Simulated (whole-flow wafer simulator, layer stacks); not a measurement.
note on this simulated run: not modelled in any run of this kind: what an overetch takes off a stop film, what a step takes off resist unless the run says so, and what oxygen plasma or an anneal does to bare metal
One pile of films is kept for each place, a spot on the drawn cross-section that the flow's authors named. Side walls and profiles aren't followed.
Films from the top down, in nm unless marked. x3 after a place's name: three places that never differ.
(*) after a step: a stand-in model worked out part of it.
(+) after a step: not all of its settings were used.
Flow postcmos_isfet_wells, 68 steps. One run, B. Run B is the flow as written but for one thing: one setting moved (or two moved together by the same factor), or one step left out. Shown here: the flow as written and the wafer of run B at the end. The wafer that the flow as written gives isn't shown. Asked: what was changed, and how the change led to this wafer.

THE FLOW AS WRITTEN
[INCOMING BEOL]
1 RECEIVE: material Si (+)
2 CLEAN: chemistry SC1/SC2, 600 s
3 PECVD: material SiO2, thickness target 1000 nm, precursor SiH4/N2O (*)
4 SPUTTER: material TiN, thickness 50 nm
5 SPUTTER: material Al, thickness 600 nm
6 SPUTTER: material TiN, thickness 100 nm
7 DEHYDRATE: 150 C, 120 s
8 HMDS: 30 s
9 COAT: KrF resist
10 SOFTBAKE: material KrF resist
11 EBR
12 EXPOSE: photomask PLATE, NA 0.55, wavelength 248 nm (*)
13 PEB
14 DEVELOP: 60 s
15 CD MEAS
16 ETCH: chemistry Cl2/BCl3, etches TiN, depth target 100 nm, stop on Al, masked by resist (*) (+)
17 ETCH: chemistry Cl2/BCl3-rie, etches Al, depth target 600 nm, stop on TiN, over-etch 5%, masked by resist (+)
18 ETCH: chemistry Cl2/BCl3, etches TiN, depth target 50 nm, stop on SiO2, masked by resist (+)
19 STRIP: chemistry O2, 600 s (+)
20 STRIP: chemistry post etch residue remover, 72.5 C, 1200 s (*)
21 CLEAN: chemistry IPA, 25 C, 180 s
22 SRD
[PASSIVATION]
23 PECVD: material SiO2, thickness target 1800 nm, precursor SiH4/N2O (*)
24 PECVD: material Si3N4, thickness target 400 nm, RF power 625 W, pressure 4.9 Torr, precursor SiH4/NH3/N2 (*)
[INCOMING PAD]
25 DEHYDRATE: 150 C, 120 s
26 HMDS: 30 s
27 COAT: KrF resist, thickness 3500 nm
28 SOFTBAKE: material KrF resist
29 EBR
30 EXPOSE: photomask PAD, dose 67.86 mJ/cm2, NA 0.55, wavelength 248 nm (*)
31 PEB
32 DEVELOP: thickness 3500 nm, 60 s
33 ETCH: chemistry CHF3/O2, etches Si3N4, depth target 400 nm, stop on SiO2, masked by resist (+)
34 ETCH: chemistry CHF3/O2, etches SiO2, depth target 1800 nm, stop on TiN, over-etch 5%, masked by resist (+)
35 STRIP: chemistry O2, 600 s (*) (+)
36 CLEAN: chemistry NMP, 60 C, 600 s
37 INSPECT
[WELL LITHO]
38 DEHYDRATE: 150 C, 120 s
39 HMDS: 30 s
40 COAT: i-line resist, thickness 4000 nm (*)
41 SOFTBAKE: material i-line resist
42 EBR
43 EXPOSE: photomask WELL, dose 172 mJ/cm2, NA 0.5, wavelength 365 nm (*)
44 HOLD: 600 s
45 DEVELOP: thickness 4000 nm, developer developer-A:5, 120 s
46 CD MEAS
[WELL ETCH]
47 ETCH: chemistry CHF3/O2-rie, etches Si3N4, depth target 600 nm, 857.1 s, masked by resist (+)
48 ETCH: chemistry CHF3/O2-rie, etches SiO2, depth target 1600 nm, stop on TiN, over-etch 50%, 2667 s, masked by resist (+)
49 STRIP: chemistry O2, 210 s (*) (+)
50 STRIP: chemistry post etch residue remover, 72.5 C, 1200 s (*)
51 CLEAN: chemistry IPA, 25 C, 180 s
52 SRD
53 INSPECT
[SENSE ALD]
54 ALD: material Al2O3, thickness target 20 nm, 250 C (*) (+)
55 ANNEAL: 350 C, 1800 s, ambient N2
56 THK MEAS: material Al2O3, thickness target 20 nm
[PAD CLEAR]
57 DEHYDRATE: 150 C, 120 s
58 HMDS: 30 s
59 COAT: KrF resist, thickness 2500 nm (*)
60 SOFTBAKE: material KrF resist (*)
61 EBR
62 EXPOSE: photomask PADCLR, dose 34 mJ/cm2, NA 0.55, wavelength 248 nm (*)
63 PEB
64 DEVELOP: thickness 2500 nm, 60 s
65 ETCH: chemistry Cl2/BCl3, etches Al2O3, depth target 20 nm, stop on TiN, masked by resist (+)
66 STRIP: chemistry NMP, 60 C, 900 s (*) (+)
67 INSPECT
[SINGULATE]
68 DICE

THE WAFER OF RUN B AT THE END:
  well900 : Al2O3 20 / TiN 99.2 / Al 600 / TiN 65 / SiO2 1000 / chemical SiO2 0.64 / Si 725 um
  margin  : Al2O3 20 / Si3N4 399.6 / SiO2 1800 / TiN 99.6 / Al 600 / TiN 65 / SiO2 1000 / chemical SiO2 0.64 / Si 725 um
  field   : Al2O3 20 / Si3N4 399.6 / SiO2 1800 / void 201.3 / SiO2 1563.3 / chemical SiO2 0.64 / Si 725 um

The cause: step 4, SPUTTER: thickness 65 nm was run, where the flow has thickness 50 nm; step 18, ETCH: depth target 65 nm was run, where the flow has depth target 50 nm.
It can be read off the wafer: well900 has TiN 65, and step 4 as written asks for 50 nm.

How the change led to this, step by step:
  4 SPUTTER: material TiN, thickness 50 nm
      field, margin, well900 and 6 more: TiN +65 (new film) (as written it would be: TiN +50 (new film))
  18 ETCH: chemistry Cl2/BCl3, etches TiN, depth target 50 nm, stop on SiO2, masked by resist (+)
      margin, well900, well1300, well2000, well3000, pad_rim, pad_clr, pad_open: KrF resist -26 (as written it would be: KrF resist -20)
      field: TiN -65 (all of it) (as written it would be: TiN -50 (all of it))
  23 PECVD: material SiO2, thickness target 1800 nm, precursor SiH4/N2O (*)
      field: SiO2 +1800 (new film), void +201.3 (new film), SiO2 +563.3 (as written it would be: SiO2 +1800 (new film), void +189.9 (new film), SiO2 +559.7)
